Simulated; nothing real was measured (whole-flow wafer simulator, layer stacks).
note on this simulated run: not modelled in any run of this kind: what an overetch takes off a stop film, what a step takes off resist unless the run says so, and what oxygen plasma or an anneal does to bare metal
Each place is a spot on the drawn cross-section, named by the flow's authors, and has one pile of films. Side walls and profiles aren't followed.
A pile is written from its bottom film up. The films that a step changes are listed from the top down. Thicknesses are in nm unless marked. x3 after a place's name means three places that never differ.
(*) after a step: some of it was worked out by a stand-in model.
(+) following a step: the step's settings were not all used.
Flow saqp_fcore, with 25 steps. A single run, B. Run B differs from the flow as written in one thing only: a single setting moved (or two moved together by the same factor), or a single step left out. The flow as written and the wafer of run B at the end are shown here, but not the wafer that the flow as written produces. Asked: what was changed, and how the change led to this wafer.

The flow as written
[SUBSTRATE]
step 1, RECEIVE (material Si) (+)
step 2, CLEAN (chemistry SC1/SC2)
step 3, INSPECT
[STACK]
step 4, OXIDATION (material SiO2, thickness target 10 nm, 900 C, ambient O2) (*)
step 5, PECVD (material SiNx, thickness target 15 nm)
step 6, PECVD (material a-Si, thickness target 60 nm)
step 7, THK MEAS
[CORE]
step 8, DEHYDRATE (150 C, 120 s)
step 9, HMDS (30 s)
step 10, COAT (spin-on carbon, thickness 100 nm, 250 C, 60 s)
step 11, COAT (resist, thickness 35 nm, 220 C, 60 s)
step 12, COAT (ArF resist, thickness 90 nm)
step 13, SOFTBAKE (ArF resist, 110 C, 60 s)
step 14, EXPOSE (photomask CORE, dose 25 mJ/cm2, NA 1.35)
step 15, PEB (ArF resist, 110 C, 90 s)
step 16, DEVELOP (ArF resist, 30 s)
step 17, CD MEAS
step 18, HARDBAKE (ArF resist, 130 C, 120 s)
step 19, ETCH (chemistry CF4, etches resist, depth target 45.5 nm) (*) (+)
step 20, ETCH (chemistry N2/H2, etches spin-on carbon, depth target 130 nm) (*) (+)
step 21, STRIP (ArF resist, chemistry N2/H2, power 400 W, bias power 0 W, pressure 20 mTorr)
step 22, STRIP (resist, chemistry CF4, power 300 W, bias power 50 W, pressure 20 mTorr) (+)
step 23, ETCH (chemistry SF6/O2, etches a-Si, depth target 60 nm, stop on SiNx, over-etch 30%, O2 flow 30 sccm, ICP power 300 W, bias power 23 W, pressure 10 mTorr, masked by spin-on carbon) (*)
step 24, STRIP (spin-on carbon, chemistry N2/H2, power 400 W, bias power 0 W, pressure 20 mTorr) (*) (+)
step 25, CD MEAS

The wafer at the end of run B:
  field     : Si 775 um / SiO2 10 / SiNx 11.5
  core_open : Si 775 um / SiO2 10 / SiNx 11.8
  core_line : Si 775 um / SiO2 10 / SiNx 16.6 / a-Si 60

The reason: step 5, PECVD: thickness target 16.6 nm was run, though the flow has thickness target 15 nm.
The wafer itself shows it: core_line has SiNx 16.6, and step 5 as written asks for 15 nm.

How this came from the change, step by step:
  step 5, PECVD (material SiNx, thickness target 15 nm)
      field, core_open, core_line: +16.6 SiNx (new film) (as written it would have been: +15 SiNx (new film))
